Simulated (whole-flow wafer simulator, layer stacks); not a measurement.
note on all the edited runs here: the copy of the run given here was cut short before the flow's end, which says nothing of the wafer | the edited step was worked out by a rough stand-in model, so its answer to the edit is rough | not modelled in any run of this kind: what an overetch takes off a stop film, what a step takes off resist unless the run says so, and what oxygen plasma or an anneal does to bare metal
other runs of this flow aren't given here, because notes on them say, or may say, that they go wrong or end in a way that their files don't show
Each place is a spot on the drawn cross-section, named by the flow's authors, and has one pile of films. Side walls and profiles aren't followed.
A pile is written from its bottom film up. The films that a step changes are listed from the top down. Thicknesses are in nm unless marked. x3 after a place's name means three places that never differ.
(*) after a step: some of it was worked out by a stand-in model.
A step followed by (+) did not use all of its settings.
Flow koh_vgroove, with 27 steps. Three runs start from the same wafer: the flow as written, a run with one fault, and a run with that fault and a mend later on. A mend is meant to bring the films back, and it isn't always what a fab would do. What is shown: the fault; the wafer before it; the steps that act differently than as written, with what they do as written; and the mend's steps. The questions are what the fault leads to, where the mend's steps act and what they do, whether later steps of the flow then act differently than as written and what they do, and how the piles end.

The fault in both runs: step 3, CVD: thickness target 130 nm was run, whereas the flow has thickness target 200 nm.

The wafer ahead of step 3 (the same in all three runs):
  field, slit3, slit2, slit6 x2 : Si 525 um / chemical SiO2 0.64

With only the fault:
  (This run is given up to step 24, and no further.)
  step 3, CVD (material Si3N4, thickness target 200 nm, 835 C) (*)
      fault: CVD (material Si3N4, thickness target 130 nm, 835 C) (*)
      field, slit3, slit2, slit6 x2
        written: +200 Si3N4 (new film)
        fault: +130 Si3N4 (new film)
  Later steps of the flow acting differently than as written:
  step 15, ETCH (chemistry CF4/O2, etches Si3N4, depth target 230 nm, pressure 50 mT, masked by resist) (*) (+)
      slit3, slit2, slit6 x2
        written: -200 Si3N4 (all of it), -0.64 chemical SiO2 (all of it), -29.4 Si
        fault: -130 Si3N4 (all of it), -0.64 chemical SiO2 (all of it), -99.4 Si
  Once step 24 is done, the piles at field depart from the flow's by more than 2% or 0.5 nm, whichever is larger.
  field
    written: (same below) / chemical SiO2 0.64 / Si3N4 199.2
    fault: (same below) / chemical SiO2 0.64 / Si3N4 129.2

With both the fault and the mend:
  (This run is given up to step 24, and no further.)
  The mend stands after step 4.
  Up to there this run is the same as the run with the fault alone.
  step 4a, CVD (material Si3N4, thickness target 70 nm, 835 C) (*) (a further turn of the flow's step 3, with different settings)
      field, slit3, slit2, slit6 x2
        +70 Si3N4
  Later steps of the flow up to step 24 that are run all act as written at every place that is followed.
  At every place that both follow, the piles after step 24 match the flow's.
